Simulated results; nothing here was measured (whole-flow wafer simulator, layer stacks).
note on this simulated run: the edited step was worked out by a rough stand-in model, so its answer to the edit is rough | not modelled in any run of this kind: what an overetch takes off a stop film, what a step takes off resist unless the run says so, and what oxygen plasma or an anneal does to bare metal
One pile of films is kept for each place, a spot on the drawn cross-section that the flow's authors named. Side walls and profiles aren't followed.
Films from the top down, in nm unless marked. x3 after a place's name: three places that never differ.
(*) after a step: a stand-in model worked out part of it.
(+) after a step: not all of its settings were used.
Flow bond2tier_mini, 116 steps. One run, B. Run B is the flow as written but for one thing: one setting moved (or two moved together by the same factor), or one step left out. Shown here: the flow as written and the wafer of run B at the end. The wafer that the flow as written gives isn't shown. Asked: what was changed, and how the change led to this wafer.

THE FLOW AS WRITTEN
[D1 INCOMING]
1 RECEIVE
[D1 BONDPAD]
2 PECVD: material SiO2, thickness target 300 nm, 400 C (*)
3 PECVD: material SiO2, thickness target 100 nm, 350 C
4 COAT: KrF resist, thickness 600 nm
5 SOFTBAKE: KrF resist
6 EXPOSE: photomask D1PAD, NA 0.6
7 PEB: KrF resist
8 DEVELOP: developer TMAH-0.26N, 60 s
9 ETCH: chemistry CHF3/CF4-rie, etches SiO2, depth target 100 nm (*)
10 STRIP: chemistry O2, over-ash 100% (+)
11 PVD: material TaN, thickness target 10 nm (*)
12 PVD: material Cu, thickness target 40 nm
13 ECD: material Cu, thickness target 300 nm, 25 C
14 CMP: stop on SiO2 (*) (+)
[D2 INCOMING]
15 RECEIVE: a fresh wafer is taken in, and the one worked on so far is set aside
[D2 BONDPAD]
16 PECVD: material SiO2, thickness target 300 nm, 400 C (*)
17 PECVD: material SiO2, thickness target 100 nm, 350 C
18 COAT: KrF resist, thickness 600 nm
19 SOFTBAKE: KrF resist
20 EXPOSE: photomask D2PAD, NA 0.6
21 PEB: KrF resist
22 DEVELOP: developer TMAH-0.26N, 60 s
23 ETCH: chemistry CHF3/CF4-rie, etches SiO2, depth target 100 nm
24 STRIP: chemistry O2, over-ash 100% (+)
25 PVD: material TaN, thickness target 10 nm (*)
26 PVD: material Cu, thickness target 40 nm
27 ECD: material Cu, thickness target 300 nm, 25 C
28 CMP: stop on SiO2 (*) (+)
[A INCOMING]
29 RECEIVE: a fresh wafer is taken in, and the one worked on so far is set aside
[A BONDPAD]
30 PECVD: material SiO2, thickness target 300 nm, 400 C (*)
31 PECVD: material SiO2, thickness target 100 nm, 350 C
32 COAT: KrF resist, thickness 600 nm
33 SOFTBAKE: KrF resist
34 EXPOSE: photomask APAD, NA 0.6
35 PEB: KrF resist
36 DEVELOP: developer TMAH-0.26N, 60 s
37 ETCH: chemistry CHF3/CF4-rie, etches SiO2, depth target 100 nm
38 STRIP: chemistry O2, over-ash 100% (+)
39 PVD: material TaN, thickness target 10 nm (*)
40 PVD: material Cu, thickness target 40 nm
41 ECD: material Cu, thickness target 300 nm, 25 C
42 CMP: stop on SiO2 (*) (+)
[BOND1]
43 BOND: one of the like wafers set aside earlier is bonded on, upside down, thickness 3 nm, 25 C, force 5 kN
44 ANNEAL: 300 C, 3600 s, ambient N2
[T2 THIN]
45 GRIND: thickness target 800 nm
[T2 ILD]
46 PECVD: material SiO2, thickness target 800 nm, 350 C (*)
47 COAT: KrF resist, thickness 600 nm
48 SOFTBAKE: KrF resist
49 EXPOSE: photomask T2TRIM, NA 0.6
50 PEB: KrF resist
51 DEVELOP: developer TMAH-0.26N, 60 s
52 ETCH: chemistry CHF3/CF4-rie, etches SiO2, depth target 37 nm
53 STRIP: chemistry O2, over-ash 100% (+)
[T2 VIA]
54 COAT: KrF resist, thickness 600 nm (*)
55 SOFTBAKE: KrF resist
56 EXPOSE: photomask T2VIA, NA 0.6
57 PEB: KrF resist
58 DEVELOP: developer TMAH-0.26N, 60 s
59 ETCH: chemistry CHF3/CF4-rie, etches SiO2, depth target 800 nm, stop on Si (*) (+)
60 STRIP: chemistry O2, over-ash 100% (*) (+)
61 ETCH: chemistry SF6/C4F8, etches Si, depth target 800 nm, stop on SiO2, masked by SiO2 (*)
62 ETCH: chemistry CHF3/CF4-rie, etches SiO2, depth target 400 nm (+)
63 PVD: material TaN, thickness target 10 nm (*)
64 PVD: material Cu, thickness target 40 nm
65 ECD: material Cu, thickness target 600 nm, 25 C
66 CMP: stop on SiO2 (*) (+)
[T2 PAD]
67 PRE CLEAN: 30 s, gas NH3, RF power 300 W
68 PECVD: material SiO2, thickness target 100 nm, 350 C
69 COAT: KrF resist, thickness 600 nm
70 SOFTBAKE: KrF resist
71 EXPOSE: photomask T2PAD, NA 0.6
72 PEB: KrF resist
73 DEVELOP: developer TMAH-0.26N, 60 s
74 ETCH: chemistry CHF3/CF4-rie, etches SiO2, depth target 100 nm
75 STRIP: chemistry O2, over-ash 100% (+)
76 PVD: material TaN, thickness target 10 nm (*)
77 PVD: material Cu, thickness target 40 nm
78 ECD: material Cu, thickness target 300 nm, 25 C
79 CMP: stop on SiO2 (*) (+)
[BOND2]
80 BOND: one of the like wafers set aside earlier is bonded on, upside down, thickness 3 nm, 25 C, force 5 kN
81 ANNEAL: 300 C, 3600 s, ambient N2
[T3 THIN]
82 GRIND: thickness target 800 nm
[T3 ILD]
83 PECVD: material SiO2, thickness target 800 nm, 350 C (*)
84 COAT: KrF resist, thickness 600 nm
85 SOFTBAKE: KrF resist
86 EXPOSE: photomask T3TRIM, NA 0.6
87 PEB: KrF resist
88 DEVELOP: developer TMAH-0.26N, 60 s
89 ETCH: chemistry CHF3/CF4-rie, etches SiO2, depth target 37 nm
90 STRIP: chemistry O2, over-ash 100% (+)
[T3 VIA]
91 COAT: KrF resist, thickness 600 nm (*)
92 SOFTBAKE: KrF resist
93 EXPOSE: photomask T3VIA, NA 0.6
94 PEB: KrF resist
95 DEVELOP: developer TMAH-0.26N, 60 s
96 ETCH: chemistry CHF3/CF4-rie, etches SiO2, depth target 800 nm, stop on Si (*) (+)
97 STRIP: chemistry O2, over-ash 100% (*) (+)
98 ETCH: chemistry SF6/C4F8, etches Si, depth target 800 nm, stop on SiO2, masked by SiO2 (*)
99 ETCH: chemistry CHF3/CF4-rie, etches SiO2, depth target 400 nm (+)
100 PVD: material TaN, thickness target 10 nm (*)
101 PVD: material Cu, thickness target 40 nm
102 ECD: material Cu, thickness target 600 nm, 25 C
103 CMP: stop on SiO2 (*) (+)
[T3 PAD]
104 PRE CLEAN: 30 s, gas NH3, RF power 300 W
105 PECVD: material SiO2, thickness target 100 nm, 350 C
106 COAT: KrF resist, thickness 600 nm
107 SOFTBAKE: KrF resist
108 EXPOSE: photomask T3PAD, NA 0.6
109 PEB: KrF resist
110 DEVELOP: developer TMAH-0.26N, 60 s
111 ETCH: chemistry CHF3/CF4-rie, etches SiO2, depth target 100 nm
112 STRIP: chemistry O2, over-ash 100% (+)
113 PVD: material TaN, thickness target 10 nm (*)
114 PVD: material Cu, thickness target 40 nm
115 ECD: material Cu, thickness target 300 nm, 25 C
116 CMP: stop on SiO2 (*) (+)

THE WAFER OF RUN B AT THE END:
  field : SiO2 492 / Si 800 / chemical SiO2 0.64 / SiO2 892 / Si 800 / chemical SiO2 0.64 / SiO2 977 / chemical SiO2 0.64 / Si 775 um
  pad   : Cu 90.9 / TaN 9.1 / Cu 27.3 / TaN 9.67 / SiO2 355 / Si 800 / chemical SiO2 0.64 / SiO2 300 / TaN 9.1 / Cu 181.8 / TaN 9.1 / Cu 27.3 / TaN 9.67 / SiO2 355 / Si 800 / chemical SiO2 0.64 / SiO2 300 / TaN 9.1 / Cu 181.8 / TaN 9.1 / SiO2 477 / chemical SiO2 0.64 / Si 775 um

The cause: step 30, PECVD: thickness target 477 nm was run, where the flow has thickness target 300 nm.
It can be read off the wafer: pad has SiO2 477, and step 30 as written asks for 300 nm.

How the change led to this, step by step:
  30 PECVD: material SiO2, thickness target 300 nm, 400 C (*)
      field, pad, via: SiO2 +477 (new film) (as written it would be: SiO2 +300 (new film))
